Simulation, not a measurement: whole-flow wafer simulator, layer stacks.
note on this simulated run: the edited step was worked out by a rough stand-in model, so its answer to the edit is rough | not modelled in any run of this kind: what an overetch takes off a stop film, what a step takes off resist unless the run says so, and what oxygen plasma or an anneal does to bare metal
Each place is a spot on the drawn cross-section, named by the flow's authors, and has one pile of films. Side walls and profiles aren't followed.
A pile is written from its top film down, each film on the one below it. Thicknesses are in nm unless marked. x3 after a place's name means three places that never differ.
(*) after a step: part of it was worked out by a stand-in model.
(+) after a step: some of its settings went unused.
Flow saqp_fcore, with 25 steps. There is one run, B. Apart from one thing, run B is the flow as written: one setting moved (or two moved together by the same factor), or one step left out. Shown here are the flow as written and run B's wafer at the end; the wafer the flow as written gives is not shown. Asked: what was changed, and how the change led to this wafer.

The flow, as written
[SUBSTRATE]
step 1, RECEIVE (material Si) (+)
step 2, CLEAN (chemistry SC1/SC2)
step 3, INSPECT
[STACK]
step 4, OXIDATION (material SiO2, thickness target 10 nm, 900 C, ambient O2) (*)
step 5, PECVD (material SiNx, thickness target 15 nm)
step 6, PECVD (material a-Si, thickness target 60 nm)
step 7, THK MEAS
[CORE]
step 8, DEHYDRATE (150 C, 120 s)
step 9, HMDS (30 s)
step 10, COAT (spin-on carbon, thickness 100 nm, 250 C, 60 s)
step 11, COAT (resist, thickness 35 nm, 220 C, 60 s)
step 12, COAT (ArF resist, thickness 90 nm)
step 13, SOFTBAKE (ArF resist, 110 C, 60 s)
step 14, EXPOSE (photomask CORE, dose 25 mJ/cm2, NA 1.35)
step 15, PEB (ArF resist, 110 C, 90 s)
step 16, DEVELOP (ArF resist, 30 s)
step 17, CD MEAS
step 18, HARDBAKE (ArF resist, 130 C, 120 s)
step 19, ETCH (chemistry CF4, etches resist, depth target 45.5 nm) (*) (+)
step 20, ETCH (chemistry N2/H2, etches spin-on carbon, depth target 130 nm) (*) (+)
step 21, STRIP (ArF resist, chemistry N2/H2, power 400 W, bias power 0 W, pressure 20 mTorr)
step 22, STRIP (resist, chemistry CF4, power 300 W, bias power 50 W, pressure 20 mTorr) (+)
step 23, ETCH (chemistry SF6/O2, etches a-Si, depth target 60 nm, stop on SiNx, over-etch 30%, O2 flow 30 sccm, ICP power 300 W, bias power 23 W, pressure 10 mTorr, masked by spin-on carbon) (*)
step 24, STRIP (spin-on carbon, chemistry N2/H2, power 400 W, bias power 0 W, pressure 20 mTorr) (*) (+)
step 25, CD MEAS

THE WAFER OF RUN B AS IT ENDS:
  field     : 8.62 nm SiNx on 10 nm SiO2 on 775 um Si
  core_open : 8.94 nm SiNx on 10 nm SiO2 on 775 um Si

What caused this: step 23, ETCH: over-etch 46.5% was run, whereas the flow has over-etch 30%.

Step by step, how the change led to this:
  step 23, ETCH (chemistry SF6/O2, etches a-Si, depth target 60 nm, stop on SiNx, over-etch 30%, O2 flow 30 sccm, ICP power 300 W, bias power 23 W, pressure 10 mTorr, masked by spin-on carbon) (*)
      field: a-Si loses 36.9 (all of it), SiNx loses 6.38 (as written it would have been: a-Si loses 36.9 (all of it), SiNx loses 5.14)
      core_open: a-Si loses 39.4 (all of it), SiNx loses 6.06 (as written it would have been: a-Si loses 39.4 (all of it), SiNx loses 4.82)
      (and at 1 other place as well)
